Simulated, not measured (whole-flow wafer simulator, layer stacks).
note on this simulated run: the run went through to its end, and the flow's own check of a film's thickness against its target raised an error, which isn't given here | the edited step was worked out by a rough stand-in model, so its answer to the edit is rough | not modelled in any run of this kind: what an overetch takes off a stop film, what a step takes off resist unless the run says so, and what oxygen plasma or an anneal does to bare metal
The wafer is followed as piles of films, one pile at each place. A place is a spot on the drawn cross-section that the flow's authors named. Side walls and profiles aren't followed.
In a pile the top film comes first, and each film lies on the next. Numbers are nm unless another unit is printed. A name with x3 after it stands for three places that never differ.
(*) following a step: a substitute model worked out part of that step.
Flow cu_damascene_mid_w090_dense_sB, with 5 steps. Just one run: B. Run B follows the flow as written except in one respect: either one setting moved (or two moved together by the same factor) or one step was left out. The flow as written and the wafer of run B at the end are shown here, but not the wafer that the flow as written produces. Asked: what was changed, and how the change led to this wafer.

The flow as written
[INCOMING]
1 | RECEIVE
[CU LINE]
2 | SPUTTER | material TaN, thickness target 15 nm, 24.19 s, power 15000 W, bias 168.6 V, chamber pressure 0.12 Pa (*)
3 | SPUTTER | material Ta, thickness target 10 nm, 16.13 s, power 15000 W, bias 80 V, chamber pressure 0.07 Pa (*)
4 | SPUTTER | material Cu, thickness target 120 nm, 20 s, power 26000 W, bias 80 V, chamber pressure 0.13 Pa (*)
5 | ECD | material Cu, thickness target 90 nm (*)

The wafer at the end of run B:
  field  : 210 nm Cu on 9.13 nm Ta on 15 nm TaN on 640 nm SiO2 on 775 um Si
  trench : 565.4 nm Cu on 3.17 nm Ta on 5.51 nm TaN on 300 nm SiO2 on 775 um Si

The reason: step 3, SPUTTER: power 13700 W was run, though the flow has power 15000 W.

The path from the change to this, step by step:
  3 | SPUTTER | material Ta, thickness target 10 nm, 16.13 s, power 15000 W, bias 80 V, chamber pressure 0.07 Pa (*)
      field: Ta gains 9.13 (new film) (as written it would have been: Ta gains 10 (new film))
